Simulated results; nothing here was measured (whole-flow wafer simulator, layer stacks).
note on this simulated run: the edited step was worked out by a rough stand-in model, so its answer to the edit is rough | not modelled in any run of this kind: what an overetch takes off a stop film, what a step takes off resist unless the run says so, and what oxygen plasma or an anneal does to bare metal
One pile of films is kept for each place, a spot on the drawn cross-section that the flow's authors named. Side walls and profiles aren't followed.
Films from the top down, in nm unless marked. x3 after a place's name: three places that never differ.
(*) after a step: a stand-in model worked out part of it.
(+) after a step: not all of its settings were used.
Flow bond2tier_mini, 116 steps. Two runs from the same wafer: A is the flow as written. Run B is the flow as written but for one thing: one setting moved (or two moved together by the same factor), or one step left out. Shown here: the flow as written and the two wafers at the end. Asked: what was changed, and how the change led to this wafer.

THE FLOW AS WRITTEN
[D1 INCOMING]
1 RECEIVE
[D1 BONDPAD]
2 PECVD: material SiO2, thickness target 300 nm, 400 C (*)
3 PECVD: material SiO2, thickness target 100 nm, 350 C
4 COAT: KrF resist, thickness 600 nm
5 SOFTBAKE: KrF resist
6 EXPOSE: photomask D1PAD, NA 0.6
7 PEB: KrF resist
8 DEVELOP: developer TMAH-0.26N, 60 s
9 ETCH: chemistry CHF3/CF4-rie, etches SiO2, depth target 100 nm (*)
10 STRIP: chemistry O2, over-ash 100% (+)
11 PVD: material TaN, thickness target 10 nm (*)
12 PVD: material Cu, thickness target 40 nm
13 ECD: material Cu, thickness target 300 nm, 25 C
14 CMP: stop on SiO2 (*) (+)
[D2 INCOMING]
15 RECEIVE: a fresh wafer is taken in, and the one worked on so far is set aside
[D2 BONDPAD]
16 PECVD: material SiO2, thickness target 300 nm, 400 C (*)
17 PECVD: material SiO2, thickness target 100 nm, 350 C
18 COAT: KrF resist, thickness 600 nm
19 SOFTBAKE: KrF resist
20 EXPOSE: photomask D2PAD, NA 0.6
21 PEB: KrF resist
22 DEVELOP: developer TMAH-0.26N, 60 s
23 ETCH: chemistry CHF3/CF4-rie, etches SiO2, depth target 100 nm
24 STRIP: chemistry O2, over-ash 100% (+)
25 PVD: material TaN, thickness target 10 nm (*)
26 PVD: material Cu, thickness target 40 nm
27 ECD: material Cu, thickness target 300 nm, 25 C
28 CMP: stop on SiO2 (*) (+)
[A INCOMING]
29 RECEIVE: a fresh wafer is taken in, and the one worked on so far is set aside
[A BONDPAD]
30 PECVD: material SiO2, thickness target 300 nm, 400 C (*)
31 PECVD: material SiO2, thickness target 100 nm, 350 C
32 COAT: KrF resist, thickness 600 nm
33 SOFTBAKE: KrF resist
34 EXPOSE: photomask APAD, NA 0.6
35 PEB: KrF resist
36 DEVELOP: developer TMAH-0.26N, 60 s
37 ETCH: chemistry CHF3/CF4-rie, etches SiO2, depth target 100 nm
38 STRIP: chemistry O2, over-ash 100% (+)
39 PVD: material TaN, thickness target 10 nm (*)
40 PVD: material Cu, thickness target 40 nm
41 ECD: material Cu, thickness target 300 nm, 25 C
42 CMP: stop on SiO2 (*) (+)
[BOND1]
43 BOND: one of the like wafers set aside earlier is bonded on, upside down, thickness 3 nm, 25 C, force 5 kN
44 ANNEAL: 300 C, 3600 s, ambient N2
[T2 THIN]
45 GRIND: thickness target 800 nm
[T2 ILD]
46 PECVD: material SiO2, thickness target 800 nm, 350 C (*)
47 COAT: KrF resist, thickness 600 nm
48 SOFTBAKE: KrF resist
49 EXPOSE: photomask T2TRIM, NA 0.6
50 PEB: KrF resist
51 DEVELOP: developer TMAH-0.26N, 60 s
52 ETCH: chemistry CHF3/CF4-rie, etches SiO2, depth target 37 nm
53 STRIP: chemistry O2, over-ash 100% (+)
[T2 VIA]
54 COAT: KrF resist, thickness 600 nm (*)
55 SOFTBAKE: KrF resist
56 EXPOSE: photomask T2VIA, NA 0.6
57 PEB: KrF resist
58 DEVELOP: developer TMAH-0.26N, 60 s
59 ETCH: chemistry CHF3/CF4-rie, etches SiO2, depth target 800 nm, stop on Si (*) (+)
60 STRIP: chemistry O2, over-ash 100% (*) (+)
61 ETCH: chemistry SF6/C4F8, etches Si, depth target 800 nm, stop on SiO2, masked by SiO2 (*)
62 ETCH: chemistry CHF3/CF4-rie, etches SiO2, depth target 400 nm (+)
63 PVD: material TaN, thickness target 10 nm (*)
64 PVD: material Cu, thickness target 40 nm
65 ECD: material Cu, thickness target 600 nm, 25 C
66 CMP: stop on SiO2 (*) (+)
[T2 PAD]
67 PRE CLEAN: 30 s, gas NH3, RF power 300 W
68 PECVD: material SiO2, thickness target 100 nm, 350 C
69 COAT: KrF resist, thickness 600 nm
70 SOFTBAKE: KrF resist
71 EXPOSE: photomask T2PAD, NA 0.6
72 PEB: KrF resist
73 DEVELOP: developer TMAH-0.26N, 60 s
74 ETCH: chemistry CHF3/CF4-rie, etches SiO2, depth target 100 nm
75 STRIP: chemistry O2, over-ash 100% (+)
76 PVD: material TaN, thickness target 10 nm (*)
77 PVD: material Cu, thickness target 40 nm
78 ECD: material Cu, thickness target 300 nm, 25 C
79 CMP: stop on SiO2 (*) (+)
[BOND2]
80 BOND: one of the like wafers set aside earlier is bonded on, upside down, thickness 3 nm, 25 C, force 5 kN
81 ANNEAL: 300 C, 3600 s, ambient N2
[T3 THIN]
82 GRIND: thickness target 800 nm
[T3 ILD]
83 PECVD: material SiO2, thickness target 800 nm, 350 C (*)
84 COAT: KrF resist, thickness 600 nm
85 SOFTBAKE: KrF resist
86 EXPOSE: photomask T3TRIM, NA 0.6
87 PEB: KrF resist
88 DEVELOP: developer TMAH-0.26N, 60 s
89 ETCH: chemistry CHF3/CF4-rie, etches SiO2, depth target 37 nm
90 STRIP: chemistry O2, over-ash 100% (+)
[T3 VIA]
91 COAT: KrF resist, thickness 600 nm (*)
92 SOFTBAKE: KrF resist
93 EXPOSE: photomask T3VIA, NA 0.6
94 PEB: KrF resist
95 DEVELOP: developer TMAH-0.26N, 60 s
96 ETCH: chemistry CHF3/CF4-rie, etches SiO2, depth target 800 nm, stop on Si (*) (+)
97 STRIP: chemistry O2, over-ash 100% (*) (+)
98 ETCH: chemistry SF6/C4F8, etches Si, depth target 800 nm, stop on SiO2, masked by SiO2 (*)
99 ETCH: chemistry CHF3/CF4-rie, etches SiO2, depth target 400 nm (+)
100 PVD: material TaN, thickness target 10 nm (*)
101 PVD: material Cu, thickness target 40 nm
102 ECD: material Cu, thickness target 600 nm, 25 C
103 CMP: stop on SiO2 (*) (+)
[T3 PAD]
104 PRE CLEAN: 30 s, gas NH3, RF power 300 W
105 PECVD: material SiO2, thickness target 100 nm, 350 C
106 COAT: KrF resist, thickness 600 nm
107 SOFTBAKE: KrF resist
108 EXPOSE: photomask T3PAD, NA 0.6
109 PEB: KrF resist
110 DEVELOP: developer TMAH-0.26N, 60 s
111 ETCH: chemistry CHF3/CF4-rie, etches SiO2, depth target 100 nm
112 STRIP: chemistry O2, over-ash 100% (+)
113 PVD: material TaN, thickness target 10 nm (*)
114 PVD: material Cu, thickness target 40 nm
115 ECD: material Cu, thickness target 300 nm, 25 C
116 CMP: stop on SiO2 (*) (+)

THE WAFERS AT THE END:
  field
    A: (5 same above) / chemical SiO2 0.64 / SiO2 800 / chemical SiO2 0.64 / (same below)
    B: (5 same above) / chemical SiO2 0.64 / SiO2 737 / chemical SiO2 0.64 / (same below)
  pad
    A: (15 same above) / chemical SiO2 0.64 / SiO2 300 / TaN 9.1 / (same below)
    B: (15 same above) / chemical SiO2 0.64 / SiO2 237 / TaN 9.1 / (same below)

The cause: step 2, PECVD: thickness target 237 nm was run, where the flow has thickness target 300 nm.
It can be read off the wafer: pad has SiO2 237, and step 2 as written asks for 300 nm.

How the change led to this, step by step:
  2 PECVD: material SiO2, thickness target 300 nm, 400 C (*)
      field, pad, via: A SiO2 +300 (new film) | B SiO2 +237 (new film)
  43 BOND: one of the like wafers set aside earlier is bonded on, upside down, thickness 3 nm, 25 C, force 5 kN
      field: A Si +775 um (new film), chemical SiO2 +0.64 (new film), SiO2 +400 | B Si +775 um (new film), chemical SiO2 +0.64 (new film), SiO2 +337
      pad: A Si +775 um (new film), chemical SiO2 +0.64 (new film), SiO2 +300 (new film), TaN +9.1 (new film), Cu +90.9 | B Si +775 um (new film), chemical SiO2 +0.64 (new film), SiO2 +237 (new film), TaN +9.1 (new film), Cu +90.9
      (and at 1 more place)
